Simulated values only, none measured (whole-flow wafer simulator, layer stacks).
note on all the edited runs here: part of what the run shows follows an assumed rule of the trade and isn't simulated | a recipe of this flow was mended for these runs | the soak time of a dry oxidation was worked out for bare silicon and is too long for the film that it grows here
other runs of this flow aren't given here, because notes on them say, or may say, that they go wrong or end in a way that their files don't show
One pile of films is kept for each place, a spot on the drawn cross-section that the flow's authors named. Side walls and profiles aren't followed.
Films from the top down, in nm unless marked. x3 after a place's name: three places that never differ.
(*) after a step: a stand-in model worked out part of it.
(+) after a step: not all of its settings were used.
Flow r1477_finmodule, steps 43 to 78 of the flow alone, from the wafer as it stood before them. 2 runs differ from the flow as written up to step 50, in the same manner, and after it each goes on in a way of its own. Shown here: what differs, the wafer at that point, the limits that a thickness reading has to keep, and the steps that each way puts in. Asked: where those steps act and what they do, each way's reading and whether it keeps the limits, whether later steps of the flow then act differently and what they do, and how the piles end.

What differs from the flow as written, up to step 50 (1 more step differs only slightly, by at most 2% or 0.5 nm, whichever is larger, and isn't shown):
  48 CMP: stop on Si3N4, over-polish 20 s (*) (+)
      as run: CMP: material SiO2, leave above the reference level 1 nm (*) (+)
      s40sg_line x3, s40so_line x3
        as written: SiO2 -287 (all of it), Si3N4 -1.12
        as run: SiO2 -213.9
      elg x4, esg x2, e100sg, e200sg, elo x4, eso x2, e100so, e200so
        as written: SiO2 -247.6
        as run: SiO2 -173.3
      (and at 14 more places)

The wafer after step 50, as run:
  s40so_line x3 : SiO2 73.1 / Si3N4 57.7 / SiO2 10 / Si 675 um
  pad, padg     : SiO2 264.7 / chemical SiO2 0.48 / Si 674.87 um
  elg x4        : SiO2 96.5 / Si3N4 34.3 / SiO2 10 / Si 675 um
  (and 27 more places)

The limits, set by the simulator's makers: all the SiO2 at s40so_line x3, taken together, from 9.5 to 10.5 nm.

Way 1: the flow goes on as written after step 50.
  The reading after step 50: 83.1 nm, outside the limits.
  Later steps of the flow that act differently than as written (2 more steps differ only slightly, by at most 2% or 0.5 nm, whichever is larger, and aren't shown):
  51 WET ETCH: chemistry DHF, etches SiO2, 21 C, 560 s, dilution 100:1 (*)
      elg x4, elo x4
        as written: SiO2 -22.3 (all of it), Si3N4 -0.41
        this way: SiO2 -30.5
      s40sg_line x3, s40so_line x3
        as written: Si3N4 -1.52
        this way: SiO2 -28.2
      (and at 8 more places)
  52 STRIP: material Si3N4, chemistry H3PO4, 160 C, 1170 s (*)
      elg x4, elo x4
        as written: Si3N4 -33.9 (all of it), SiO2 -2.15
        this way: SiO2 -4.28
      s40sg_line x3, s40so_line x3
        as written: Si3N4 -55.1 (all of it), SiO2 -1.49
        this way: SiO2 -4.28
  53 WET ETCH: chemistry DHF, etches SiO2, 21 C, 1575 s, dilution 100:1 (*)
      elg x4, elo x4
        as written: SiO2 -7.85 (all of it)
        this way: SiO2 -61.8 (all of it), Si3N4 -1.2
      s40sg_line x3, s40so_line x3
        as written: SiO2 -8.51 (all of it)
        this way: SiO2 -40.6 (all of it), Si3N4 -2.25
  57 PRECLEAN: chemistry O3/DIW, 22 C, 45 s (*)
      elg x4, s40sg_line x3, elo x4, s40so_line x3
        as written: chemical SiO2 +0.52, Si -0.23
        this way: nothing
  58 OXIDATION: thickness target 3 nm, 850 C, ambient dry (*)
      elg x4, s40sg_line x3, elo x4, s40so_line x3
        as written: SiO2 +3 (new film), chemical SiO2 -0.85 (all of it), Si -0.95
        this way: nothing
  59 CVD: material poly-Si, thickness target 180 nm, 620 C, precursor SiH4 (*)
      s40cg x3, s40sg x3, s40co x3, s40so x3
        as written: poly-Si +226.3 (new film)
        this way: poly-Si +216 (new film)
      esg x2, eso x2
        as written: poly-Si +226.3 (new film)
        this way: poly-Si +196.4 (new film)
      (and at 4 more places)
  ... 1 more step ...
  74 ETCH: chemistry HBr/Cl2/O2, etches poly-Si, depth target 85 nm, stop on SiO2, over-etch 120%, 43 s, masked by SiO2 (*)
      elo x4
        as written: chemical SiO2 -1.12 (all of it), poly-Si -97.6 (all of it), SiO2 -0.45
        this way: chemical SiO2 -1.12 (all of it), poly-Si -119.9 (all of it), Si3N4 -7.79
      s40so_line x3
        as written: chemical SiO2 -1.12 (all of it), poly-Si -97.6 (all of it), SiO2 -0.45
        this way: chemical SiO2 -1.12 (all of it), poly-Si -97.6 (all of it), Si3N4 -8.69
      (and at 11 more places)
  At the end the piles differ from the flow's by more than 2% or 0.5 nm, whichever is larger, at pad, padg, elg x4 and 30 more.
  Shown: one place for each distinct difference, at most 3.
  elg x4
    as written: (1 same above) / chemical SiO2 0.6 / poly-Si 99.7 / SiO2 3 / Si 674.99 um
    this way: (1 same above) / chemical SiO2 0.6 / poly-Si 122.1 / Si3N4 33.1 / SiO2 10 / Si 675 um
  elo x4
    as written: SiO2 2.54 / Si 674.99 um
    this way: Si3N4 25.3 / SiO2 10 / Si 675 um
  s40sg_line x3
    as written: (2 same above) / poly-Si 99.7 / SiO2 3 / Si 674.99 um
    this way: (2 same above) / poly-Si 99.7 / Si3N4 55.5 / SiO2 10 / Si 675 um

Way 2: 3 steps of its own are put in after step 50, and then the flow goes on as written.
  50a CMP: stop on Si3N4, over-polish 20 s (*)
      pad, padg, elg x4 and 24 more
        SiO2 -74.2
      s40sg_line x3, s40so_line x3
        SiO2 -73.1 (all of it), Si3N4 -1.12
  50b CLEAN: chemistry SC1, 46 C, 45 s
      changes no film at any place that is followed
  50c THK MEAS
      changes no film at any place that is followed
  The reading after step 50c: 10 nm, within the limits.
  No later step of the flow acts differently than as written at any place that is followed.
  At the end the piles are the same as the flow's at every place that both follow.

Within the limits: way 2. Outside them: way 1.
